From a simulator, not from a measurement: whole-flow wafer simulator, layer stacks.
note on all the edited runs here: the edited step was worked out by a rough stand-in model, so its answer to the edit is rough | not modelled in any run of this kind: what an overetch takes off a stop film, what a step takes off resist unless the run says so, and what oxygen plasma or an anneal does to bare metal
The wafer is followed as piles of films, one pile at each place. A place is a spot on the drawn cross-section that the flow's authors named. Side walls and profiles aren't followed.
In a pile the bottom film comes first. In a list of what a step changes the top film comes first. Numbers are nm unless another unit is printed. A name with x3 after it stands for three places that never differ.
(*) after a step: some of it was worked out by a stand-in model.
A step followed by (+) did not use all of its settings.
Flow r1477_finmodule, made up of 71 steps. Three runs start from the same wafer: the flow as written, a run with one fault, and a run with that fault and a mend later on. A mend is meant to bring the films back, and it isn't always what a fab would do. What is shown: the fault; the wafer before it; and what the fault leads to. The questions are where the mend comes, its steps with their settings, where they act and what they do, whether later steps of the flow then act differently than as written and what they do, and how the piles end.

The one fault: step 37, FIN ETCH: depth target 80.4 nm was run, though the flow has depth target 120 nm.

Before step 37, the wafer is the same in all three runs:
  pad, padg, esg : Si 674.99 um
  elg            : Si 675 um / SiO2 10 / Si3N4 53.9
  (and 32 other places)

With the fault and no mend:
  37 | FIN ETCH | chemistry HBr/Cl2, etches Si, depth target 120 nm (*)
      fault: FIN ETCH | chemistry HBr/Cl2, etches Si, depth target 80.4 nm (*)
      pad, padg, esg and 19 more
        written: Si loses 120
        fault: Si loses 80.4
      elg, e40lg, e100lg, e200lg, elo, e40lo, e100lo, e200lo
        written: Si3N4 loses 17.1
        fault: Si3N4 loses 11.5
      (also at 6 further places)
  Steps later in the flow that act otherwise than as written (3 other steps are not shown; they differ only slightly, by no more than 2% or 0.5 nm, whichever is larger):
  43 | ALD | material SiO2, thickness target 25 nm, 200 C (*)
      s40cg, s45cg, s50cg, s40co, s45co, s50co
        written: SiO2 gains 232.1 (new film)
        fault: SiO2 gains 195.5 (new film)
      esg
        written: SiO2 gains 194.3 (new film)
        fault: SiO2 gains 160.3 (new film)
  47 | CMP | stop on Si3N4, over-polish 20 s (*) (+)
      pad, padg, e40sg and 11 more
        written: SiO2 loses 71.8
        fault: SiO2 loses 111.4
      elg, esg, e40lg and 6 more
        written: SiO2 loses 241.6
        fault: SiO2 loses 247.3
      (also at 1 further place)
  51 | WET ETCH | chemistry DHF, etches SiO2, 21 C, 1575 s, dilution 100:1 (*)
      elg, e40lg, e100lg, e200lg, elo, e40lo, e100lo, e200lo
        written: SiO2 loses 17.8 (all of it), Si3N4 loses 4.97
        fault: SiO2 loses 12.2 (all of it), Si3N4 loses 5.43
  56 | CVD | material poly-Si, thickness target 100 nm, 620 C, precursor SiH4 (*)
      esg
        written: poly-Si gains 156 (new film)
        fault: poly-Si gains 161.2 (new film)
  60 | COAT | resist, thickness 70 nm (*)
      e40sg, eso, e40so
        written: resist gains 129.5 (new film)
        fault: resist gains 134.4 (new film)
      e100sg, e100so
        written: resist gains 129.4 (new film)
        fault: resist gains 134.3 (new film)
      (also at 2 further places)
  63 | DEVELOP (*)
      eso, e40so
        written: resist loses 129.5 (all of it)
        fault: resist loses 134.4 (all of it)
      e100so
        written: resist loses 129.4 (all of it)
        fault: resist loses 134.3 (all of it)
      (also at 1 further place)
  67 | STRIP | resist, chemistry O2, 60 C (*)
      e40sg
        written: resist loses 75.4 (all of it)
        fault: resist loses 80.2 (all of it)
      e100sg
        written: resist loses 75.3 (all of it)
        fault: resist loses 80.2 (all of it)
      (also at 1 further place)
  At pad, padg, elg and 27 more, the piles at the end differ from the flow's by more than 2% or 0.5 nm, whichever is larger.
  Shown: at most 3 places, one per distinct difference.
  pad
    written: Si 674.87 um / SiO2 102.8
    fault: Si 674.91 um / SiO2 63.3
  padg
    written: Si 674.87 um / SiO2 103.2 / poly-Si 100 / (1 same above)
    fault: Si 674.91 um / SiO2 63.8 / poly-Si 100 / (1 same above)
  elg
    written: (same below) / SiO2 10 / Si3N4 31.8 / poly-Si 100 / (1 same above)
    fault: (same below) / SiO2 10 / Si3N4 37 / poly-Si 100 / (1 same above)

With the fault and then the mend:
  After step 38 comes the mend.
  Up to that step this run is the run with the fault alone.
  38a | FIN ETCH | chemistry HBr/Cl2, etches Si, depth target 39.6 nm (*) (the flow's step 37 again, with other settings)
      pad, padg, esg and 19 more
        Si loses 39.6
      elg, e40lg, e100lg, e200lg, elo, e40lo, e100lo, e200lo
        Si3N4 loses 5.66
      s40sg_line, s45sg_line, s50sg_line, s40so_line, s45so_line, s50so_line
        SiO2 loses 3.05
  Every later step of the flow that is run acts as written at every place that is followed.
  By the end, the piles equal the flow's at every place that both follow.
